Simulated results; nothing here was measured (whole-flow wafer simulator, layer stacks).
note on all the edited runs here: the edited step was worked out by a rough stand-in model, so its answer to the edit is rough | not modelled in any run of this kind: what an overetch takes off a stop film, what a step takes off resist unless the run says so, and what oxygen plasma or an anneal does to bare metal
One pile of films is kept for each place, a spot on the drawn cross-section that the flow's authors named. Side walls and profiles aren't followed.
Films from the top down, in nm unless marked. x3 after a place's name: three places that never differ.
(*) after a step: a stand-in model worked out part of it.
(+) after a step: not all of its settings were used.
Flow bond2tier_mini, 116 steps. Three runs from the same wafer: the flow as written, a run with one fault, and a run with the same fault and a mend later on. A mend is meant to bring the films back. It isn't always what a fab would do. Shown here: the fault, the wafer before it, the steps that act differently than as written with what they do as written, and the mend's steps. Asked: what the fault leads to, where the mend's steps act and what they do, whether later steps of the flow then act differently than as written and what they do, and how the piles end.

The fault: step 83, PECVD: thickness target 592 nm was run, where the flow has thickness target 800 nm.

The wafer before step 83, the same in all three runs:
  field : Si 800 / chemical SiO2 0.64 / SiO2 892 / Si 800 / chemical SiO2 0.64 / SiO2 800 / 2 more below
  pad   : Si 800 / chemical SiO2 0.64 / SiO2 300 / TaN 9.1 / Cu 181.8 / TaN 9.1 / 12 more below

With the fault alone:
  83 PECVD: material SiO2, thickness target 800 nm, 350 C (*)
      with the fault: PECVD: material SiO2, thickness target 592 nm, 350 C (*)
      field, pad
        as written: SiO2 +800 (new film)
        with the fault: SiO2 +592 (new film)
  No later step of the flow acts differently than as written at any place that is followed.
  At the end the piles differ from the flow's by more than 2% or 0.5 nm, whichever is larger, at field, pad.
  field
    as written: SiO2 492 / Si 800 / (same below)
    with the fault: SiO2 284 / Si 800 / (same below)
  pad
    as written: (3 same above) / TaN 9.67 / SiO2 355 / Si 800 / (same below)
    with the fault: (3 same above) / TaN 9.67 / SiO2 147 / Si 800 / (same below)

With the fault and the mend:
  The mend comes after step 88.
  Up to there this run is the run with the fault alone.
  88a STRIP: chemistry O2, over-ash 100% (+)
      field
        KrF resist -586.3 (all of it)
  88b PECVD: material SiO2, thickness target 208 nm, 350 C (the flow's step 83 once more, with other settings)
      field, pad
        SiO2 +208
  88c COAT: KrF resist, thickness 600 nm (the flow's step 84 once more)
      field, pad
        KrF resist +600 (new film)
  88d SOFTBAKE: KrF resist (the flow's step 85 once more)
      changes no film at any place that is followed
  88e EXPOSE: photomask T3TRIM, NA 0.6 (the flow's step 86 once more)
      changes no film at any place that is followed
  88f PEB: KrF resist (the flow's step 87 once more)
      changes no film at any place that is followed
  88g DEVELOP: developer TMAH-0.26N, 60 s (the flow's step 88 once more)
      field
        KrF resist -13.7
      pad
        KrF resist -600 (all of it)
  No later step of the flow acts differently than as written at any place that is followed.
  At the end the piles are the same as the flow's at every place that both follow.
